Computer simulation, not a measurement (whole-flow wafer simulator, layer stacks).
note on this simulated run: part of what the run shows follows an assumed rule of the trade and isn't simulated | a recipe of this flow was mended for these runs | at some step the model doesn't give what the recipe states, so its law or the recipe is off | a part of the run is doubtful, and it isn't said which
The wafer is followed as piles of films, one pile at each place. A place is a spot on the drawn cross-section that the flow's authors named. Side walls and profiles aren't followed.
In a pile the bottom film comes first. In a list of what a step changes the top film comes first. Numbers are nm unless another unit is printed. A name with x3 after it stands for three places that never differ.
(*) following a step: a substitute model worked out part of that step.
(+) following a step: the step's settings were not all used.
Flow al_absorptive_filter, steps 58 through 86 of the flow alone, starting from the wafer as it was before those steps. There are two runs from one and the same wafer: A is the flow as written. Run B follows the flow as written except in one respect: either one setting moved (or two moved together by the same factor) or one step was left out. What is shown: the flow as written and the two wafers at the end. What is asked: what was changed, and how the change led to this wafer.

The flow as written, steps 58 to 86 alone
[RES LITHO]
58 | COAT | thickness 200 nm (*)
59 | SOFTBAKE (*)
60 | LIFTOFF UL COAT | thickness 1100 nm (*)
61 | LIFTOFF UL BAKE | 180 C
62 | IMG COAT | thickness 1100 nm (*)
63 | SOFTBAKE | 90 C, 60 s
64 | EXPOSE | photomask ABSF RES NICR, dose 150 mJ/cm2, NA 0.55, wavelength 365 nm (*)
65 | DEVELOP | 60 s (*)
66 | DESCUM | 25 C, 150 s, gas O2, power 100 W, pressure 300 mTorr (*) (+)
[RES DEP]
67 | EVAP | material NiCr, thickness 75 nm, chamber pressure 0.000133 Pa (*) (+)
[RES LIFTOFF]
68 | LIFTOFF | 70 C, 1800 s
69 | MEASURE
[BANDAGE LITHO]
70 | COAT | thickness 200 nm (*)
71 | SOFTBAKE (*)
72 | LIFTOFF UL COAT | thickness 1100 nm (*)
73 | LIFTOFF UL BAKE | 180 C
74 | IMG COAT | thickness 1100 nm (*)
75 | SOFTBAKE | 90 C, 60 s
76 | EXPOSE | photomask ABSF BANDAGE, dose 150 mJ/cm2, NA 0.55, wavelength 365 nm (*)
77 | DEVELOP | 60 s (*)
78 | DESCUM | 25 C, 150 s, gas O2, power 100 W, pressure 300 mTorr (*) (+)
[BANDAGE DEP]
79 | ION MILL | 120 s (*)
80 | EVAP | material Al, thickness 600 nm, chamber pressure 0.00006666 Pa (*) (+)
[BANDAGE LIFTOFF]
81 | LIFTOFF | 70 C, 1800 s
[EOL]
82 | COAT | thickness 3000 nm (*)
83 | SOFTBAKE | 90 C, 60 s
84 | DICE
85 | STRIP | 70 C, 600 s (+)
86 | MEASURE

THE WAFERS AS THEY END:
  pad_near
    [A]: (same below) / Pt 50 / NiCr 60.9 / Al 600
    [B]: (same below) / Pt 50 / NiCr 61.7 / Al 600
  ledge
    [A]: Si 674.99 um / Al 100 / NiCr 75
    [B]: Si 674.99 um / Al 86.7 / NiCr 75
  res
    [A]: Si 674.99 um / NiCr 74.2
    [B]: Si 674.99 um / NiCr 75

Cause: step 60, LIFTOFF UL COAT: thickness 1100 nm (*), was skipped.

Step by step, how the change led to this:
  62 | IMG COAT | thickness 1100 nm (*)
      res: A i-line-resist gains 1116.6 (new film) | B i-line-resist gains 1156.3 (new film)
      xa_strip: A i-line-resist gains 577.9 (new film) | B i-line-resist gains 140.2 (new film)
      (and at 2 other places as well)
  63 | SOFTBAKE | 90 C, 60 s
      res: A i-line-resist gains 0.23 | B i-line-resist gains 0.91
      xa_margin: A i-line-resist loses 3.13 | B i-line-resist loses 1.5
      (and at 3 other places as well)
  65 | DEVELOP | 60 s (*)
      pad_near: A i-line-resist loses 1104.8 (all of it), lift-off-underlayer loses 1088 (all of it) | B i-line-resist loses 1090.9 (all of it), acrylic-e-beam-resist loses 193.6 (all of it)
      ledge: A i-line-resist loses 1112.7 (all of it), lift-off-underlayer loses 1114 (all of it) | B i-line-resist loses 1121 (all of it), acrylic-e-beam-resist loses 169.8 (all of it), Al loses 13.3
      (and at 1 other place as well)
  66 | DESCUM | 25 C, 150 s, gas O2, power 100 W, pressure 300 mTorr (*) (+)
      pad_near: A acrylic-e-beam-resist loses 193.6 (all of it) | B nothing
      ledge: A acrylic-e-beam-resist loses 169.8 (all of it) | B nothing
      (and at 12 other places as well)
  68 | LIFTOFF | 70 C, 1800 s
      xa_field, xl_land, idc_field: A NiCr loses 75 (all of it), i-line-resist loses 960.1 (all of it), lift-off-underlayer loses 1100 (all of it), acrylic-e-beam-resist loses 200 (all of it) | B NiCr loses 75 (all of it), i-line-resist loses 924.8 (all of it), acrylic-e-beam-resist loses 200 (all of it)
      gnd: A NiCr loses 75 (all of it), i-line-resist loses 959.5 (all of it), lift-off-underlayer loses 1100.9 (all of it), acrylic-e-beam-resist loses 200.6 (all of it) | B NiCr loses 75 (all of it), i-line-resist loses 924.5 (all of it), acrylic-e-beam-resist loses 200.6 (all of it)
      (and at 7 other places as well)
  70 | COAT | thickness 200 nm (*)
      ledge: A acrylic-e-beam-resist gains 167 (new film) | B acrylic-e-beam-resist gains 176.7 (new film)
  81 | LIFTOFF | 70 C, 1800 s
      ledge: A Al loses 600 (all of it), i-line-resist loses 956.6 (all of it), lift-off-underlayer loses 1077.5 (all of it), acrylic-e-beam-resist loses 167 (all of it) | B Al loses 600 (all of it), i-line-resist loses 956.9 (all of it), lift-off-underlayer loses 1080.7 (all of it), acrylic-e-beam-resist loses 176.7 (all of it)
